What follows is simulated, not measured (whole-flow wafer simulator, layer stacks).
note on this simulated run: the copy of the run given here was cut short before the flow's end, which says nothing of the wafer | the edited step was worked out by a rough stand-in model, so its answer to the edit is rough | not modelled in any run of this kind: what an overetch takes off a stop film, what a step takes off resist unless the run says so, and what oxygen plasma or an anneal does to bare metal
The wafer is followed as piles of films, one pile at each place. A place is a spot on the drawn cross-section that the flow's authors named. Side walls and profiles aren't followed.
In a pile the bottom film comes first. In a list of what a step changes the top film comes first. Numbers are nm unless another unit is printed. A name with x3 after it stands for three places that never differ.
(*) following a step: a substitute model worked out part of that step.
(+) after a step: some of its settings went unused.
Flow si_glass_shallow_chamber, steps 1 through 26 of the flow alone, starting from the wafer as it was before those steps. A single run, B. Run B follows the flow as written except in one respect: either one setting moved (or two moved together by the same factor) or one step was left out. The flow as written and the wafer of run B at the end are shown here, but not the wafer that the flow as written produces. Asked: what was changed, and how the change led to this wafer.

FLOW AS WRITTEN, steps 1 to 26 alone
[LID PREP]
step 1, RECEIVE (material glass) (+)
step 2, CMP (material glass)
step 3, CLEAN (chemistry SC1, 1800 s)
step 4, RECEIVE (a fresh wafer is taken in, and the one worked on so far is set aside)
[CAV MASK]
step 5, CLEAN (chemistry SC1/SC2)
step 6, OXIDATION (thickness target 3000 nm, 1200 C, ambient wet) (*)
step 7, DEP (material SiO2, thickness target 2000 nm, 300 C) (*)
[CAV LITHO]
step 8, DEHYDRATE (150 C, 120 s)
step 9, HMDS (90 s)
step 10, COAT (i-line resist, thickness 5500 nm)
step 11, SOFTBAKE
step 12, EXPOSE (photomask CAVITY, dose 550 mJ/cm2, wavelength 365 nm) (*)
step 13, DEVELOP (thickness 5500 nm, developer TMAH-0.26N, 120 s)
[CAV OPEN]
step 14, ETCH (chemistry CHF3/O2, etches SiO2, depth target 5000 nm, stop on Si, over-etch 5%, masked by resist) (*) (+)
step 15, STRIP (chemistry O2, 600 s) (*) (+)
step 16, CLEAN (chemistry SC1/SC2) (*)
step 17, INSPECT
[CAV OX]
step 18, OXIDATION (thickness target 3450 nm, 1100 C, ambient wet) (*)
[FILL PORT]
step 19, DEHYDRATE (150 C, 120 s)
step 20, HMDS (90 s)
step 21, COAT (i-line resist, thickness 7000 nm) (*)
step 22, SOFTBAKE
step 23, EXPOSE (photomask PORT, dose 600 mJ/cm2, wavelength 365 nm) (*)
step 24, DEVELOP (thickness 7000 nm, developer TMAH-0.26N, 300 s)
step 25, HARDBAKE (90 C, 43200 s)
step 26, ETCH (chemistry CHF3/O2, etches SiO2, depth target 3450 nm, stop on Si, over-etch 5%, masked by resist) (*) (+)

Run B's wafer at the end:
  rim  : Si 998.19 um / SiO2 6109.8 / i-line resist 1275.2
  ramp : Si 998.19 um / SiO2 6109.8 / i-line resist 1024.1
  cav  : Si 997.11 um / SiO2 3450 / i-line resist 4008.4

The reason: step 21, COAT: thickness 6300 nm was run, while the flow as written has thickness 7000 nm.

Step by step, how the change led to this:
  step 21, COAT (i-line resist, thickness 7000 nm) (*)
      rim: i-line resist gains 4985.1 (new film) (as written it would have been: i-line resist gains 5660.1 (new film))
      ramp: i-line resist gains 4422 (new film) (as written it would have been: i-line resist gains 5087.8 (new film))
      (as well as at 4 more places)
  step 22, SOFTBAKE
      port: i-line resist loses 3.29 (as written it would have been: i-line resist gains 245.2)
      rim: i-line resist loses 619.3 (as written it would have been: i-line resist loses 849)
      (as well as at 4 more places)
  step 24, DEVELOP (thickness 7000 nm, developer TMAH-0.26N, 300 s)
      port: i-line resist loses 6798 (all of it) (as written it would have been: i-line resist loses 7752.6 (all of it))
  step 25, HARDBAKE (90 C, 43200 s)
      rim: i-line resist loses 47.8 (as written it would have been: i-line resist loses 62.5)
      ramp: i-line resist loses 40 (as written it would have been: i-line resist loses 57.1)
      (as well as at 3 more places)
